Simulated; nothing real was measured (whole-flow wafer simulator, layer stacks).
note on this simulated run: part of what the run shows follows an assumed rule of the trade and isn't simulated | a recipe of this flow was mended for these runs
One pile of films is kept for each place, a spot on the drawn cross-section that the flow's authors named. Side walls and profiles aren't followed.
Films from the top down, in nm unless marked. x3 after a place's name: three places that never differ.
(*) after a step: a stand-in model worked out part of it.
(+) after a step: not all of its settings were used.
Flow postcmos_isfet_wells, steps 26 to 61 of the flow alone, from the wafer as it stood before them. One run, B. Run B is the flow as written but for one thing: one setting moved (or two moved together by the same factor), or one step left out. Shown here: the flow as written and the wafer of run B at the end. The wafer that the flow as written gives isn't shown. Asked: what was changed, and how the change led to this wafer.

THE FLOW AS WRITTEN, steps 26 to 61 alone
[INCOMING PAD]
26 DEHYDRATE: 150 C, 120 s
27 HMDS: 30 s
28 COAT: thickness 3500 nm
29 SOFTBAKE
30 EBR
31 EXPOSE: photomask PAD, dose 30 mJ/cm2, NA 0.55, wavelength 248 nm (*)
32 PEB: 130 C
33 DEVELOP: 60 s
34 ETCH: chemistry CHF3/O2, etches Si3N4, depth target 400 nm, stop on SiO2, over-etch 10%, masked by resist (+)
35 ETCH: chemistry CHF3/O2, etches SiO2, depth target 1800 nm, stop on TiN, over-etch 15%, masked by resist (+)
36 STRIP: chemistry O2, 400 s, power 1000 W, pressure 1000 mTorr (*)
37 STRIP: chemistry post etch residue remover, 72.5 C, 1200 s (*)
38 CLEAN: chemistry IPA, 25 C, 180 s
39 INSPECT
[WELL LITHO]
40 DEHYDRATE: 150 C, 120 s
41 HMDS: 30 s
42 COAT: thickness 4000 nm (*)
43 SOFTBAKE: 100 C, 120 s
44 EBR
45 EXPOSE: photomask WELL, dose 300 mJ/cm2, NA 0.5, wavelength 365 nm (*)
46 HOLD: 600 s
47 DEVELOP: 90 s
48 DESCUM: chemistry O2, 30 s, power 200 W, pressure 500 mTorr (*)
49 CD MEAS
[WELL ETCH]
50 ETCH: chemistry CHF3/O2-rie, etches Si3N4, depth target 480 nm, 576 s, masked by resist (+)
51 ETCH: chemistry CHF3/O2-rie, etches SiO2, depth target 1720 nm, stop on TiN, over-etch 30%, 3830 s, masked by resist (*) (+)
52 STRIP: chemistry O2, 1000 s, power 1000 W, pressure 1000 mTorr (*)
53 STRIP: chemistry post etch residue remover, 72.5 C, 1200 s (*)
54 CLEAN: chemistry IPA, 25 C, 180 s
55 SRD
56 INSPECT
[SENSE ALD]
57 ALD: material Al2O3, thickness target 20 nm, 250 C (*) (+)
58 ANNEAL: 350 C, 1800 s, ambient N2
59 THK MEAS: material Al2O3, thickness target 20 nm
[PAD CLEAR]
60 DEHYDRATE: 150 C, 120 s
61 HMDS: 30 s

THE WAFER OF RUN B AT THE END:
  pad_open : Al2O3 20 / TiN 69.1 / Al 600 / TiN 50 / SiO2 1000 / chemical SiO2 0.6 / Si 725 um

The cause: step 34, ETCH: depth target 520 nm was run, where the flow has depth target 400 nm.

How the change led to this, step by step:
  34 ETCH: chemistry CHF3/O2, etches Si3N4, depth target 400 nm, stop on SiO2, over-etch 10%, masked by resist (+)
      field, margin x2, well900 x4, pad_clr: thick-KrF-resist -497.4 (as written it would be: thick-KrF-resist -382.6)
      pad_open: Si3N4 -400 (all of it), SiO2 -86 (as written it would be: Si3N4 -400 (all of it), SiO2 -20)
  35 ETCH: chemistry CHF3/O2, etches SiO2, depth target 1800 nm, stop on TiN, over-etch 15%, masked by resist (+)
      field, margin x2, well900 x4, pad_clr: thick-KrF-resist -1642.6 (as written it would be: thick-KrF-resist -1705.8)
      pad_open: SiO2 -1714 (all of it), TiN -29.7 (as written it would be: SiO2 -1780 (all of it), TiN -24.2)
  36 STRIP: chemistry O2, 400 s, power 1000 W, pressure 1000 mTorr (*)
      field, margin x2, well900 x4, pad_clr: thick-KrF-resist -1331 (all of it) (as written it would be: thick-KrF-resist -1382.5 (all of it))
